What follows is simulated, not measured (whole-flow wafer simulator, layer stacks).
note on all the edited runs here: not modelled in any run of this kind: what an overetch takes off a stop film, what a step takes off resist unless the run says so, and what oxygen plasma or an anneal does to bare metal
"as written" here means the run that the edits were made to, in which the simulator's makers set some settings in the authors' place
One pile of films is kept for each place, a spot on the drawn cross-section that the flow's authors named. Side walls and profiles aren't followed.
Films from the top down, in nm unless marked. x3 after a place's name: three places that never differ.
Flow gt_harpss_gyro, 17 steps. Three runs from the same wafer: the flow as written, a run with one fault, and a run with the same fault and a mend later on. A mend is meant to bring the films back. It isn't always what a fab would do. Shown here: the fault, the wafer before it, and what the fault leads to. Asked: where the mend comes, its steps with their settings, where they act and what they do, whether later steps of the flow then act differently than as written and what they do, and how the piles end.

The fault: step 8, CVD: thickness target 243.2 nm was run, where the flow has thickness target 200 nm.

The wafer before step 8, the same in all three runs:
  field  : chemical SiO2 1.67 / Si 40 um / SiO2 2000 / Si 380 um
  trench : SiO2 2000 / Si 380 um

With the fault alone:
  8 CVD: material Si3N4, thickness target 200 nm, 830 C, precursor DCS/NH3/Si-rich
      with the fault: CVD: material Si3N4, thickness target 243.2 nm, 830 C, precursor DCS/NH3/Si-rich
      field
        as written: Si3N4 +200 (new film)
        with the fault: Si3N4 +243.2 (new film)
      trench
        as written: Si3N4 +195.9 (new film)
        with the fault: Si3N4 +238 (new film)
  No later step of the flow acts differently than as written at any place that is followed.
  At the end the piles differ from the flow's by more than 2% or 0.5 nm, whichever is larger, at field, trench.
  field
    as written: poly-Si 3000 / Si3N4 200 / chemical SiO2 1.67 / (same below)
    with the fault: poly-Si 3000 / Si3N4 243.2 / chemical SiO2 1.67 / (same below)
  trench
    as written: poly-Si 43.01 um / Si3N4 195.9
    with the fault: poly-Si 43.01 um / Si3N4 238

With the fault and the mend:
  The mend comes after step 8.
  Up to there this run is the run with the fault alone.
  8a ETCH: chemistry h3po4, depth target 43.2 nm
      field, trench
        Si3N4 -43.2
  No later step of the flow acts differently than as written at any place that is followed.
  At the end the piles differ from the flow's only slightly at the places that both follow, by at most 2% or 0.5 nm, whichever is larger.
